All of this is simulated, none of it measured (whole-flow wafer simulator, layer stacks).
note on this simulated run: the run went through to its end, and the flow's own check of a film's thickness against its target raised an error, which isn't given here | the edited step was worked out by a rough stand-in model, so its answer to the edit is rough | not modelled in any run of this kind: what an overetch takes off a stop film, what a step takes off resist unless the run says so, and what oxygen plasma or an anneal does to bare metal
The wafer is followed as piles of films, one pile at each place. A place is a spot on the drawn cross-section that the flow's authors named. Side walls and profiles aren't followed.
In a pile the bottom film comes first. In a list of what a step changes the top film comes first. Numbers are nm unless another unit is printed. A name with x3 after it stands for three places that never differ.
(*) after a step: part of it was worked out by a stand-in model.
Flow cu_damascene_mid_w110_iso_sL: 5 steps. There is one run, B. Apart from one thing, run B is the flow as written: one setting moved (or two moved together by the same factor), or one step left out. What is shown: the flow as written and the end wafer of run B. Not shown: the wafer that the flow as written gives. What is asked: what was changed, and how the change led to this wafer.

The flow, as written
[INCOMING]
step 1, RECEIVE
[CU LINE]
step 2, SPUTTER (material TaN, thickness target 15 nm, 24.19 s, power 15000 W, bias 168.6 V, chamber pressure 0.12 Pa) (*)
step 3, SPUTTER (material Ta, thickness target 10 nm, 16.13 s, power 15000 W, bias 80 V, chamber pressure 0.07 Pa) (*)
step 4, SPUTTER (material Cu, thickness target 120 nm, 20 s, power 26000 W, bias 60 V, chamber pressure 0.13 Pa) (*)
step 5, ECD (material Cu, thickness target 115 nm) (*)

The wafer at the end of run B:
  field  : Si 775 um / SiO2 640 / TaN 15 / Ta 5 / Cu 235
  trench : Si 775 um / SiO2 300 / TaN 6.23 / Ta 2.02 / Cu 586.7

Cause: step 3, SPUTTER: thickness target 5 nm was run, whereas the flow has thickness target 10 nm.
One can read it off the wafer: field has Ta 5, and step 3 as written asks for 10 nm.

Step by step, how the change led to this:
  step 3, SPUTTER (material Ta, thickness target 10 nm, 16.13 s, power 15000 W, bias 80 V, chamber pressure 0.07 Pa) (*)
      field: Ta gains 5 (new film) (it would be, as written: Ta gains 10 (new film))
      trench: Ta gains 2.02 (new film) (it would be, as written: Ta gains 4.05 (new film))
